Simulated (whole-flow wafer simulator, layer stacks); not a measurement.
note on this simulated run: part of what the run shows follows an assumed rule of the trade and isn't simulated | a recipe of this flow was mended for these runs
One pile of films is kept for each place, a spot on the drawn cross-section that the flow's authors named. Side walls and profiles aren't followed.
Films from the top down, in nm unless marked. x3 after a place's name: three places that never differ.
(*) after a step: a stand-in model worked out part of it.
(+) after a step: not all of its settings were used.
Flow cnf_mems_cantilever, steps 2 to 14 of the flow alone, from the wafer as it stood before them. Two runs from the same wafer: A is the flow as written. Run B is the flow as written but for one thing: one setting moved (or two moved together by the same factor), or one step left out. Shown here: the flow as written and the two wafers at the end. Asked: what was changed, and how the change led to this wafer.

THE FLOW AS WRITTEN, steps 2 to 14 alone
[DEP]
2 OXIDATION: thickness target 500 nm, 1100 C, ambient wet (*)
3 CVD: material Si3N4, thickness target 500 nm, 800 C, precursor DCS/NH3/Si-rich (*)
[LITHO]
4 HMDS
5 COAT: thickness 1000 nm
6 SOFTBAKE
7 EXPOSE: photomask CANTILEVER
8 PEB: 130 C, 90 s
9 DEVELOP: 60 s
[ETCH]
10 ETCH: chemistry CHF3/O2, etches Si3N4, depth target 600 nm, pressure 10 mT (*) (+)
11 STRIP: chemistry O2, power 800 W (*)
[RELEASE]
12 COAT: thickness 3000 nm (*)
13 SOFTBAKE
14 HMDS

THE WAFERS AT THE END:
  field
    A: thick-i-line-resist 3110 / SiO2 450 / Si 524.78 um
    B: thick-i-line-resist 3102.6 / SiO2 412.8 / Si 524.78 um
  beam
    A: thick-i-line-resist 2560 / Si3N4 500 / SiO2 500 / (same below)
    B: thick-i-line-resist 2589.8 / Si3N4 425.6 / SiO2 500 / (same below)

The cause: step 3, CVD: 788 C was run, where the flow has 800 C.

How the change led to this, step by step:
  3 CVD: material Si3N4, thickness target 500 nm, 800 C, precursor DCS/NH3/Si-rich (*)
      field, beam: A Si3N4 +500 (new film) | B Si3N4 +425.6 (new film)
  10 ETCH: chemistry CHF3/O2, etches Si3N4, depth target 600 nm, pressure 10 mT (*) (+)
      field: A Si3N4 -500 (all of it), SiO2 -50 | B Si3N4 -425.6 (all of it), SiO2 -87.2
  13 SOFTBAKE
      field: A thick-i-line-resist +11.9 | B thick-i-line-resist +10.9
      beam: A thick-i-line-resist -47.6 | B thick-i-line-resist -43.8
